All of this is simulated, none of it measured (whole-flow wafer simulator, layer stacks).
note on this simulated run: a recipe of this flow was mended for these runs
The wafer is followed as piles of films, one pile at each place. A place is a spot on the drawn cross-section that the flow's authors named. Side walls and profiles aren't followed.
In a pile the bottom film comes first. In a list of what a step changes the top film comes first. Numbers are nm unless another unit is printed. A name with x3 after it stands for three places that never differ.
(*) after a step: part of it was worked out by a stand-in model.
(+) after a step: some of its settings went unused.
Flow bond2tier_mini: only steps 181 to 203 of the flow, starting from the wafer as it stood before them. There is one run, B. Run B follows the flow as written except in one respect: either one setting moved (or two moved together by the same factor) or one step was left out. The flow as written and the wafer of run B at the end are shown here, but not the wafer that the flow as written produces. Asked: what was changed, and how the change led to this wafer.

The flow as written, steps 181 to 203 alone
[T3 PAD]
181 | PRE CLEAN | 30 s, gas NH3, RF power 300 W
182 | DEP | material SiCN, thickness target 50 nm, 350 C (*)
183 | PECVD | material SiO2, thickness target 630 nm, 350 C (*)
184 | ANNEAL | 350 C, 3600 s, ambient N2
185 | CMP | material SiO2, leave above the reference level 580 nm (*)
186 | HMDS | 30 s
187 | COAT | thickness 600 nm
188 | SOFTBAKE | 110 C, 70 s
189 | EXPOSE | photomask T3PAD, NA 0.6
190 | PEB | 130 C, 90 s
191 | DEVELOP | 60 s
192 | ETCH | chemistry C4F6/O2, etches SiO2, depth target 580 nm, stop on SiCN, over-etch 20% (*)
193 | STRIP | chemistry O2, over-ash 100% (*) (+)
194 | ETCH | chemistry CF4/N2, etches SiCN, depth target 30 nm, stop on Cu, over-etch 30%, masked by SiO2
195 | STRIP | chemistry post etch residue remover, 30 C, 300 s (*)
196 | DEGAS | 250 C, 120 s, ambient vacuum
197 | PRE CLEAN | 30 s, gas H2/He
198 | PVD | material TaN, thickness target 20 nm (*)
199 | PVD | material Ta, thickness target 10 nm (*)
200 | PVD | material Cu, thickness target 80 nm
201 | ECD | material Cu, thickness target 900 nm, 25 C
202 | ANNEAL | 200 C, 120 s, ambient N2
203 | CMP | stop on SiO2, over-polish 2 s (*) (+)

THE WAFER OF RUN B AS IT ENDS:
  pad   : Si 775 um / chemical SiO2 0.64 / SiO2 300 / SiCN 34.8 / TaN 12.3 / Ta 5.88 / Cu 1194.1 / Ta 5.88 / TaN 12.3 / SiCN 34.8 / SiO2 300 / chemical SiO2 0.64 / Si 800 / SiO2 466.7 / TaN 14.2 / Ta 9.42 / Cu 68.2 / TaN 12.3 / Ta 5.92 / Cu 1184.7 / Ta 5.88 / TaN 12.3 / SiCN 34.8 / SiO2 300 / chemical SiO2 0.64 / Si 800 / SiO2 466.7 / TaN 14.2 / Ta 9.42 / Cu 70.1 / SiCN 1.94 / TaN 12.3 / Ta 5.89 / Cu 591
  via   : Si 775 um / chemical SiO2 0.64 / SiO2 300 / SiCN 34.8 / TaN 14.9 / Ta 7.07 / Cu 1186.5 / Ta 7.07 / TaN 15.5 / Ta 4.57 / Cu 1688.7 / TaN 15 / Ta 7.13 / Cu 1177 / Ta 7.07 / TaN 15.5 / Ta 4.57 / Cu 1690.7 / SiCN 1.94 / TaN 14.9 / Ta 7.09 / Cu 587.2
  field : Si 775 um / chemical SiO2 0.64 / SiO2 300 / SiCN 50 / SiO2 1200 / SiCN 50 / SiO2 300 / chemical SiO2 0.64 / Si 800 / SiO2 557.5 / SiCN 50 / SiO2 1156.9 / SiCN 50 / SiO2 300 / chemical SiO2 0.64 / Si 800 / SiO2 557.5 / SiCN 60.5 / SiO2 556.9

Cause: step 182, DEP: thickness target 60.5 nm was run, though the flow has thickness target 50 nm.
One can read it off the wafer: field has SiCN 60.5, and step 182 as written asks for 50 nm.

Step by step, how the change led to this:
  182 | DEP | material SiCN, thickness target 50 nm, 350 C (*)
      field, pad, via: SiCN gains 60.5 (new film) (it would be, as written: SiCN gains 50 (new film))
  194 | ETCH | chemistry CF4/N2, etches SiCN, depth target 30 nm, stop on Cu, over-etch 30%, masked by SiO2
      pad, via: SiCN loses 39 (it would be, as written: SiCN loses 30.4 (all of it), Cu loses 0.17)
  195 | STRIP | chemistry post etch residue remover, 30 C, 300 s (*)
      pad, via: nothing (it would be, as written: Cu loses 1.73)
If metal films that touch count as one body, pad has 4 bodies (between them, from the top down: SiCN 1.94; SiO2 466.7 / Si 800 / chemical SiO2 0.64 / SiO2 300 / SiCN 34.8; SiO2 466.7 / Si 800 / chemical SiO2 0.64 / SiO2 300 / SiCN 34.8); the flow as written gives 3 bodies (between them, from the top down: SiO2 466.7 / Si 800 / chemical SiO2 0.64 / SiO2 300 / SiCN 34.8; SiO2 466.7 / Si 800 / chemical SiO2 0.64 / SiO2 300 / SiCN 34.8).
If metal films that touch count as one body, via has 2 bodies (between them, from the top down: SiCN 1.94); the flow as written gives 1 body.
